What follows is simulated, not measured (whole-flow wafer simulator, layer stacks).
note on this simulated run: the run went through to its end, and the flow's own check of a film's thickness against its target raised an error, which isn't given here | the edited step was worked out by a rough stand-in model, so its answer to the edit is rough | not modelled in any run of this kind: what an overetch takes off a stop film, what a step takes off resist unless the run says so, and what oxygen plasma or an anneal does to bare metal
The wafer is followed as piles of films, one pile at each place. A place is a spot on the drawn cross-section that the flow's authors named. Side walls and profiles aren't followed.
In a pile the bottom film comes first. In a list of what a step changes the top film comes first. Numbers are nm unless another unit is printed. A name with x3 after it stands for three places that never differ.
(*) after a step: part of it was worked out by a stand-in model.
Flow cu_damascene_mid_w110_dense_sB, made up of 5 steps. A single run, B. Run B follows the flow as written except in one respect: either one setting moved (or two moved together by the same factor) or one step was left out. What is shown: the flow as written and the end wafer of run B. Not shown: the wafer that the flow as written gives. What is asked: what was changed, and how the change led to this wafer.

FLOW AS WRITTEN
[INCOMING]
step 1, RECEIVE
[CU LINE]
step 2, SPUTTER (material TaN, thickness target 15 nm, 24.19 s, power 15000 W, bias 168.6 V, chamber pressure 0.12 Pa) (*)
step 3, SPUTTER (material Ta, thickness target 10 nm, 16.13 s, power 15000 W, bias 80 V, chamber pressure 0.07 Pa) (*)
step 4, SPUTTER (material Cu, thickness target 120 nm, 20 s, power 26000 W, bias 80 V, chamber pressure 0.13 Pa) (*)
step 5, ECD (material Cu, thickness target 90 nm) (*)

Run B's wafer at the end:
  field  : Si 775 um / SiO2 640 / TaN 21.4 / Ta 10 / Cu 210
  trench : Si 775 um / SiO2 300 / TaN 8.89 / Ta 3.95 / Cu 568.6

Cause: step 2, SPUTTER: thickness target 21.4 nm was run, though the flow has thickness target 15 nm; step 2, SPUTTER: 34.47 s was run, where the flow has 24.19 s.
One can read it off the wafer: field has TaN 21.4, and step 2 as written asks for 15 nm.

Step by step, how the change led to this:
  step 2, SPUTTER (material TaN, thickness target 15 nm, 24.19 s, power 15000 W, bias 168.6 V, chamber pressure 0.12 Pa) (*)
      field: +21.4 TaN (new film) (in the flow as written it would be: +15 TaN (new film))
      trench: +8.89 TaN (new film) (in the flow as written it would be: +6.23 TaN (new film))
